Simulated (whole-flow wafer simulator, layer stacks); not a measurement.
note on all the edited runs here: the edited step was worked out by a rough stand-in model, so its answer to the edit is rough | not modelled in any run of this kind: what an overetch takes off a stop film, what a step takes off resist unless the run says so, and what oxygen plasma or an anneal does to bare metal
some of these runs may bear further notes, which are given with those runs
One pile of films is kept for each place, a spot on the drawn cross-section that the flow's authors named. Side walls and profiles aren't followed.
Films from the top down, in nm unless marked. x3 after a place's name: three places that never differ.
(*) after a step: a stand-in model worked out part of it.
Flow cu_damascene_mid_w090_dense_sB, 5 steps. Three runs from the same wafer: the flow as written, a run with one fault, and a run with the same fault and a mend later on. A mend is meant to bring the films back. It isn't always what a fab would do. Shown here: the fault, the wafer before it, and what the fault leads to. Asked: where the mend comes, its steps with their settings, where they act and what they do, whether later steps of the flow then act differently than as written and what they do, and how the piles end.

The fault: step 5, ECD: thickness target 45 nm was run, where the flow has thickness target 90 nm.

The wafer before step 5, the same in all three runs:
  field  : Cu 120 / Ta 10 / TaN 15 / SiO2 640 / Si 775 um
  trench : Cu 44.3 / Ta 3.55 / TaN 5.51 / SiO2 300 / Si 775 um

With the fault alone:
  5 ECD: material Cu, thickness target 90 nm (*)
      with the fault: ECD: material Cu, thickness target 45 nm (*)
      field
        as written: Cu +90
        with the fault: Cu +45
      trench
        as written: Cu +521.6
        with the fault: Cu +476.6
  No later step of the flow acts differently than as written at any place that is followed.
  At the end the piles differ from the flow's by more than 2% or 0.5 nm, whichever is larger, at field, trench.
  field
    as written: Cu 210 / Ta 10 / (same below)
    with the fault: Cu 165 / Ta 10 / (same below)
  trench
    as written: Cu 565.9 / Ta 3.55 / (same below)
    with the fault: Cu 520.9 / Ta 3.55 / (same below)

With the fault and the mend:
  The mend comes after step 5.
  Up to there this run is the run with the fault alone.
  5a ECD: material Cu, thickness target 45 nm (the flow's step 5 once more, with other settings)
      field, trench
        Cu +45
  No later step of the flow acts differently than as written at any place that is followed.
  At the end the piles are the same as the flow's at every place that both follow.
